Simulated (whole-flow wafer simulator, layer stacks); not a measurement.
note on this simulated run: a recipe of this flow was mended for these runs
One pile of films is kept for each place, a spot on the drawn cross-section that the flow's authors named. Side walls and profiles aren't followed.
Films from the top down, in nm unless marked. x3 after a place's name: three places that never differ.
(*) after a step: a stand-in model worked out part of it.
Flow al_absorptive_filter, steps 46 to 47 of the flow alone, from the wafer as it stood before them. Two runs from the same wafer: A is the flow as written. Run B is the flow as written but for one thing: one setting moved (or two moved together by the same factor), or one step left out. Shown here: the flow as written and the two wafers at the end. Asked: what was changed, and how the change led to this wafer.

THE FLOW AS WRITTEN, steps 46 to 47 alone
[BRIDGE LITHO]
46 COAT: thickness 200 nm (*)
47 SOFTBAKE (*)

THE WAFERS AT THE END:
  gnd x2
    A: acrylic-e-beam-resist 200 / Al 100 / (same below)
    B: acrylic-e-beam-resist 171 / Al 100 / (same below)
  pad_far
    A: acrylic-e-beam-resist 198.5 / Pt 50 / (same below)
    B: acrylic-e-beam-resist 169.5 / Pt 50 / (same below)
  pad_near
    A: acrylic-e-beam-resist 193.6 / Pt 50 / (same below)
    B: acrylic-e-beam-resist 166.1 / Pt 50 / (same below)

The cause: step 46, COAT: thickness 171 nm was run, where the flow has thickness 200 nm.
It can be read off the wafer: gnd x2 has acrylic-e-beam-resist 171, and step 46 as written asks for 200 nm.

How the change led to this, step by step:
  46 COAT: thickness 200 nm (*)
      gnd x2, idc_field: A acrylic-e-beam-resist +200 (new film) | B acrylic-e-beam-resist +171 (new film)
      pad_far: A acrylic-e-beam-resist +198.5 (new film) | B acrylic-e-beam-resist +169.5 (new film)
      (and at 10 more places)
